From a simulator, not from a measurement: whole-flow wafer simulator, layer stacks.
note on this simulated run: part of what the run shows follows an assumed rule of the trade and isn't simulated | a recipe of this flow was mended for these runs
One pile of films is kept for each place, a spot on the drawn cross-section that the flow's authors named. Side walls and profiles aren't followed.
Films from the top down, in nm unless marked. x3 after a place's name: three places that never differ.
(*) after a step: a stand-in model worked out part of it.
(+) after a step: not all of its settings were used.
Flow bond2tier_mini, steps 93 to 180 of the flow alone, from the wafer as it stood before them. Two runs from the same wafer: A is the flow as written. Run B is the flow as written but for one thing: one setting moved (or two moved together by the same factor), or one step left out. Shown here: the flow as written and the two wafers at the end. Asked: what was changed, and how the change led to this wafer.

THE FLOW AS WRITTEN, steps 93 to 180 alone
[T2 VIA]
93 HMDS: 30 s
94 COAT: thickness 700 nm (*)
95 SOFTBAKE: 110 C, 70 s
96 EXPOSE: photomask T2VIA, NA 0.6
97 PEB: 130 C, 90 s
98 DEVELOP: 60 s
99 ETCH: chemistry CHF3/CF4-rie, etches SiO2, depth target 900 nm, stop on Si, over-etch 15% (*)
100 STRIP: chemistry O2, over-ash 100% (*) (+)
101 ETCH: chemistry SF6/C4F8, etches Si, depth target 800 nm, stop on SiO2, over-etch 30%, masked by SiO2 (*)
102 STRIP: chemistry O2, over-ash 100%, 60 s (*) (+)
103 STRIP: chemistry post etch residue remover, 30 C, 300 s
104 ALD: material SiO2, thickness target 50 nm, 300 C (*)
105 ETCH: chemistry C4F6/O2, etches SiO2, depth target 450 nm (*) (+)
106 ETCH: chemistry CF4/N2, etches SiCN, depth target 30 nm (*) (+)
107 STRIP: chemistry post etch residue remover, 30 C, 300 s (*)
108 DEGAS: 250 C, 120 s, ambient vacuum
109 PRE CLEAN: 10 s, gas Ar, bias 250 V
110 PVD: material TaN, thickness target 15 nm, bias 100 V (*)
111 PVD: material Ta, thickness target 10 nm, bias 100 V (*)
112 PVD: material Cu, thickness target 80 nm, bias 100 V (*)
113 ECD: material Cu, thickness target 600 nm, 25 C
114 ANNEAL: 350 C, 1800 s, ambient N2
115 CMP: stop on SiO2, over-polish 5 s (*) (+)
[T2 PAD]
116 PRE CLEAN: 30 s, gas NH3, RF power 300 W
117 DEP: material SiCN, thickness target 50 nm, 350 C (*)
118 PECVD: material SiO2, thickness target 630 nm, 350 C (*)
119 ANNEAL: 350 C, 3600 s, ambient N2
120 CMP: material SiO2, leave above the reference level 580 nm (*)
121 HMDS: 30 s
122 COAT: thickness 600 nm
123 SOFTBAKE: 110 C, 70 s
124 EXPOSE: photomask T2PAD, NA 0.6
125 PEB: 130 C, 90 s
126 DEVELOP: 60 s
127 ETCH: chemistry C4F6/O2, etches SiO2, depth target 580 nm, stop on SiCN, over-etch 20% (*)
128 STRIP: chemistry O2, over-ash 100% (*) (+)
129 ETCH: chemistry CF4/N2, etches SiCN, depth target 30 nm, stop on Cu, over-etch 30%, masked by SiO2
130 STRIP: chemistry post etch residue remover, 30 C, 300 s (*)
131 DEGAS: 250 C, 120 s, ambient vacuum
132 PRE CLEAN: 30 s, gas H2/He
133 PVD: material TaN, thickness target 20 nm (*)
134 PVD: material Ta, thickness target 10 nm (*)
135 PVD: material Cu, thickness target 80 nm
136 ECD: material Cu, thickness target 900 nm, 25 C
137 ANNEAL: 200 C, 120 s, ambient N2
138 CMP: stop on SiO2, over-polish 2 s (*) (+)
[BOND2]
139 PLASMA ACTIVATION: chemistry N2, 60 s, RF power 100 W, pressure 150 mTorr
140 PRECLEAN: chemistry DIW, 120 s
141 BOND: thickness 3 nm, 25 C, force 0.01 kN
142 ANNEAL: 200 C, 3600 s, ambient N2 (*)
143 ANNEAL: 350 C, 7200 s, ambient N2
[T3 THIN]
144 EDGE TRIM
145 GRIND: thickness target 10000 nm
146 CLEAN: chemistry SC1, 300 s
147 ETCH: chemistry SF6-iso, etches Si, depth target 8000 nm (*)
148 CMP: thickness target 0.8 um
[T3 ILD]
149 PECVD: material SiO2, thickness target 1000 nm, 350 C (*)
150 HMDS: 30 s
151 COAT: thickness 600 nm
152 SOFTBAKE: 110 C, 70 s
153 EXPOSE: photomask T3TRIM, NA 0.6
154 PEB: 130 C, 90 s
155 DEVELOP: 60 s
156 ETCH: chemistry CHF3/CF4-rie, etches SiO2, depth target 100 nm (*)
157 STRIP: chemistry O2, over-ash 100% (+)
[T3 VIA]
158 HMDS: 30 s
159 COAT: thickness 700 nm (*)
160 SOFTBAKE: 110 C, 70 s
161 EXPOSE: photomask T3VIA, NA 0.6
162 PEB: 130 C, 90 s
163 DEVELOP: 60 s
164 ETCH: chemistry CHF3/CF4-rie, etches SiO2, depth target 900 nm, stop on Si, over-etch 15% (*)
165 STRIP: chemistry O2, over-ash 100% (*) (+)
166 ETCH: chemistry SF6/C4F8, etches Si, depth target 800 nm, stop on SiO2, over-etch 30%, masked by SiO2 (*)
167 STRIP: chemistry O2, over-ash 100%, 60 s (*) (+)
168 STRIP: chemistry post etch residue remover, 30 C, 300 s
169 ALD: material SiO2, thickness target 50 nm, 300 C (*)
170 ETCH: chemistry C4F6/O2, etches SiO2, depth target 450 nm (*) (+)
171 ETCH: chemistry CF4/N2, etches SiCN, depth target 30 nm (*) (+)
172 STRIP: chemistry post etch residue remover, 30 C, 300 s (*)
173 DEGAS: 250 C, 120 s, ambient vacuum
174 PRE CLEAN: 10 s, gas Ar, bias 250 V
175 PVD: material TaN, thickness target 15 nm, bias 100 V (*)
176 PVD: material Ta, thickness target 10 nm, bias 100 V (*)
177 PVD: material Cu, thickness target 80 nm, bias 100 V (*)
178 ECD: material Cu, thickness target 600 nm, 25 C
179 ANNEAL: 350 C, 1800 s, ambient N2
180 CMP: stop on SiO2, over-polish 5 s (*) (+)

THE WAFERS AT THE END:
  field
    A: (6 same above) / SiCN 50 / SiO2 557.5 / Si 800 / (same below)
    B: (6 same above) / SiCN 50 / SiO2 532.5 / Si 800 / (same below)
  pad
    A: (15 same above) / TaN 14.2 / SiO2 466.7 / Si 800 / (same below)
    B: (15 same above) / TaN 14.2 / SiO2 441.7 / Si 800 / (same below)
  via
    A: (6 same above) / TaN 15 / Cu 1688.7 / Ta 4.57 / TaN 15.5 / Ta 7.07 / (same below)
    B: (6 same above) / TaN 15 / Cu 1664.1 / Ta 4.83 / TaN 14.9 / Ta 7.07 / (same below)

The cause: step 104, ALD: thickness target 25 nm was run, where the flow has thickness target 50 nm.

How the change led to this, step by step:
  104 ALD: material SiO2, thickness target 50 nm, 300 C (*)
      field, pad, via: A SiO2 +50 | B SiO2 +25
  105 ETCH: chemistry C4F6/O2, etches SiO2, depth target 450 nm (*) (+)
      via: A SiO2 -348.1 (all of it), SiCN -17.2 | B SiO2 -323.1 (all of it), SiCN -21.4
  106 ETCH: chemistry CF4/N2, etches SiCN, depth target 30 nm (*) (+)
      via: A SiCN -17.6 (all of it), TaN -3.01 | B SiCN -13.4 (all of it), TaN -4.04
  112 PVD: material Cu, thickness target 80 nm, bias 100 V (*)
      via: A Cu +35 (new film) | B Cu +37.2 (new film)
